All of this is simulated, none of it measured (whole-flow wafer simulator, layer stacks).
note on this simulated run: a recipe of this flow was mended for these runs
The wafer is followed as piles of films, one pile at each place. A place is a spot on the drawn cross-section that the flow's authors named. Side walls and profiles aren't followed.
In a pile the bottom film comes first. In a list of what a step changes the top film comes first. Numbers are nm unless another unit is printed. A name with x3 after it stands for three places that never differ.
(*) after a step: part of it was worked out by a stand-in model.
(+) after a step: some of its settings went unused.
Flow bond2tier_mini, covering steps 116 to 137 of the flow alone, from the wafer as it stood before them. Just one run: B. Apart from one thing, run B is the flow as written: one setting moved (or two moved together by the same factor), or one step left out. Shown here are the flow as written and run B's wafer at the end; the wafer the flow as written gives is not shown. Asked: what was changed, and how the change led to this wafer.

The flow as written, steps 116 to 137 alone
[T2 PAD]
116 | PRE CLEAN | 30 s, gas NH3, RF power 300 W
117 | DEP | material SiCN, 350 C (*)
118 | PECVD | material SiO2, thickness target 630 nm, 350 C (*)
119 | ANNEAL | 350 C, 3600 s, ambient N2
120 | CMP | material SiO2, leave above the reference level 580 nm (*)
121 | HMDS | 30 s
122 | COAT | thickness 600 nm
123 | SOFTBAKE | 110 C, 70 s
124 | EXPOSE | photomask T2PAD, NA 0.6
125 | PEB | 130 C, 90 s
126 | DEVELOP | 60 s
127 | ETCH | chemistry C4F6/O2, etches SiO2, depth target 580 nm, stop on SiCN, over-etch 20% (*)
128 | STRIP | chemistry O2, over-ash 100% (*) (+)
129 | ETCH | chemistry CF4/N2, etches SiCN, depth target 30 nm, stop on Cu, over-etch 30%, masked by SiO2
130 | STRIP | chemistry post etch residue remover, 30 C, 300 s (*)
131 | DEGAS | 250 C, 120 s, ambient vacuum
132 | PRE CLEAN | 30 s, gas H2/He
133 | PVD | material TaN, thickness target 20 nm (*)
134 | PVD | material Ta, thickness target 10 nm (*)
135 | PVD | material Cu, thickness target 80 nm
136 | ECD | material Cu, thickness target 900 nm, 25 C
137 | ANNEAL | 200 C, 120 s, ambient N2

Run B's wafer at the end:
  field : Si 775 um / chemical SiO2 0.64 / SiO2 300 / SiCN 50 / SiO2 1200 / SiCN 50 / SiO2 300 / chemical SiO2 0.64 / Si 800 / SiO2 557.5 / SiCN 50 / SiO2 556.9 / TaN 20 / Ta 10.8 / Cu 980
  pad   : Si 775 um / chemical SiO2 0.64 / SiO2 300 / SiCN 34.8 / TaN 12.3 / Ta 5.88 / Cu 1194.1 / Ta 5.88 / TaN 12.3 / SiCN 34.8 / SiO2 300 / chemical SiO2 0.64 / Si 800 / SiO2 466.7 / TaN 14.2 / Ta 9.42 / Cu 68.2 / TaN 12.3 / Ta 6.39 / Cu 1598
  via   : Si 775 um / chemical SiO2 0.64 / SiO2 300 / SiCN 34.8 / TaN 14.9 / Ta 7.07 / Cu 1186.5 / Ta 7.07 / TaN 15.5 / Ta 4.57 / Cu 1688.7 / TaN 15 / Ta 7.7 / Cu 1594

The reason: step 134, PVD: thickness target 10.8 nm was run, though the flow has thickness target 10 nm.
The wafer lets one read it off: field has Ta 10.8, and step 134 as written asks for 10 nm.

The path from the change to this, step by step:
  134 | PVD | material Ta, thickness target 10 nm (*)
      field: Ta gains 10.8 (new film) (it would be, as written: Ta gains 10 (new film))
      via: Ta gains 7.7 (new film) (it would be, as written: Ta gains 7.13 (new film))
